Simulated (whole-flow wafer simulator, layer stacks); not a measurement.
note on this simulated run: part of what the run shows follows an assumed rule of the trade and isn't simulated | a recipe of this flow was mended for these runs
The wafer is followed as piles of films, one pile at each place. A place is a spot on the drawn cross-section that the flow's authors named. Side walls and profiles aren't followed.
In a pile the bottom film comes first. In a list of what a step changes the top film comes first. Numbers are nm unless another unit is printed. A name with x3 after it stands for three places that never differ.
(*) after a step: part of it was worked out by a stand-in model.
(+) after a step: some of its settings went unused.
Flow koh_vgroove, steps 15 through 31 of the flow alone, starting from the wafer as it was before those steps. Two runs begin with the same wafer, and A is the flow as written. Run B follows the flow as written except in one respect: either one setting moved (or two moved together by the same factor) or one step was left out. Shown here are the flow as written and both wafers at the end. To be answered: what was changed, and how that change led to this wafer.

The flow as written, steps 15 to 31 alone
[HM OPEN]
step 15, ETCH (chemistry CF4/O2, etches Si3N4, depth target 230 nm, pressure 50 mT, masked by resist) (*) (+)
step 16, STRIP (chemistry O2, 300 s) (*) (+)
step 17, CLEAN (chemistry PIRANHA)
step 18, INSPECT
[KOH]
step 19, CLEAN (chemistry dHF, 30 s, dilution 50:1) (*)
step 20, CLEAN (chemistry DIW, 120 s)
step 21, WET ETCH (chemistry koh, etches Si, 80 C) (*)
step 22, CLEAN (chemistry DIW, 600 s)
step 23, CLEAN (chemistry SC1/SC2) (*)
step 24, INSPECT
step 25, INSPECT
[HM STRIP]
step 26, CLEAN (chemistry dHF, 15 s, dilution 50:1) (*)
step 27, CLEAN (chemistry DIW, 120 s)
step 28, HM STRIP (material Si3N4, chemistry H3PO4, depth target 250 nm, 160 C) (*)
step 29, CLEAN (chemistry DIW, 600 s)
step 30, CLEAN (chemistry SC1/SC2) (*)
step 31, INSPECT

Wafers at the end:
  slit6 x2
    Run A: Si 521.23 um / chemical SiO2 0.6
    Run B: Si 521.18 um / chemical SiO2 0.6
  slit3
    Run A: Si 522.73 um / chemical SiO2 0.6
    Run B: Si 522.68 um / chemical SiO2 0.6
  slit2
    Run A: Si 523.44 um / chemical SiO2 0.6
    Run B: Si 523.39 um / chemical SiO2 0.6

The reason: step 15, ETCH: depth target 280 nm was run, though the flow has depth target 230 nm.

Step by step, how the change led to this:
  step 15, ETCH (chemistry CF4/O2, etches Si3N4, depth target 230 nm, pressure 50 mT, masked by resist) (*) (+)
      slit3, slit2, slit6 x2: A -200 Si3N4 (all of it), -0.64 chemical SiO2 (all of it), -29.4 Si | B -200 Si3N4 (all of it), -0.64 chemical SiO2 (all of it), -79.4 Si
      field: A -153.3 i-line-resist | B -186.7 i-line-resist
  step 16, STRIP (chemistry O2, 300 s) (*) (+)
      field: A -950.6 i-line-resist (all of it) | B -917.2 i-line-resist (all of it)
